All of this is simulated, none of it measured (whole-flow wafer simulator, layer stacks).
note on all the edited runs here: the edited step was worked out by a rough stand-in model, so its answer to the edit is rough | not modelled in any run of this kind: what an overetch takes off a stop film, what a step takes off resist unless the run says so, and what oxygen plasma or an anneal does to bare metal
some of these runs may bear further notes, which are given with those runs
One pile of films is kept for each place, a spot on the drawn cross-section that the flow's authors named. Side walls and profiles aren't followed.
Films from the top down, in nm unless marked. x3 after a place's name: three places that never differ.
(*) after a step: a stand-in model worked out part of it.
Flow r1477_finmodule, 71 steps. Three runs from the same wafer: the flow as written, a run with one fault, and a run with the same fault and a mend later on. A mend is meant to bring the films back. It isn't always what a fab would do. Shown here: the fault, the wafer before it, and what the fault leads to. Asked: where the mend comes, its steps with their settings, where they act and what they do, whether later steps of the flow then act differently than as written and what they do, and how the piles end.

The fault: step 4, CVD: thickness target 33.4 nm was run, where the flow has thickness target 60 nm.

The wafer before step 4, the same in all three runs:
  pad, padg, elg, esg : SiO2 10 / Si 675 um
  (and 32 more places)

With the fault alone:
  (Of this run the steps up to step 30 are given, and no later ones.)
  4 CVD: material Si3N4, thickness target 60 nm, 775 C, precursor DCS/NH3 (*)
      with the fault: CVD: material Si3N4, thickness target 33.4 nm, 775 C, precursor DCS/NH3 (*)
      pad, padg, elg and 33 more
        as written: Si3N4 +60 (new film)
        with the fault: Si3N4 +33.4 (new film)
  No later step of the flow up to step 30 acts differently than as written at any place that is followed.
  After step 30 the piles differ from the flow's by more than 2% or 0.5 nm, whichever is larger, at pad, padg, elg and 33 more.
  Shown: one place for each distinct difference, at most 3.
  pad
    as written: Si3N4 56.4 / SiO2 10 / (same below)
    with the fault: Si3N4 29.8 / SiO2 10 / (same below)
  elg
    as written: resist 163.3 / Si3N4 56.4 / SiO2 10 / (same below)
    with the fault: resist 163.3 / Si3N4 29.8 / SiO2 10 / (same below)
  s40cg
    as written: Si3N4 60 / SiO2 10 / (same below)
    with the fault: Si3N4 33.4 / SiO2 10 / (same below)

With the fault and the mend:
  The mend comes after step 5.
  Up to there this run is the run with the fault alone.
  5a ETCH: chemistry h3po4, depth target 38.41 nm
      pad, padg, elg and 33 more
        Si3N4 -33.4 (all of it)
  5b CLEAN: chemistry SC1/SC2 (the flow's step 2 once more)
      changes no film at any place that is followed
  5c CVD: material Si3N4, thickness target 60 nm, 775 C, precursor DCS/NH3 (*) (the flow's step 4 once more)
      pad, padg, elg and 33 more
        Si3N4 +60 (new film)
  No later step of the flow acts differently than as written at any place that is followed.
  At the end the piles are the same as the flow's at every place that both follow.
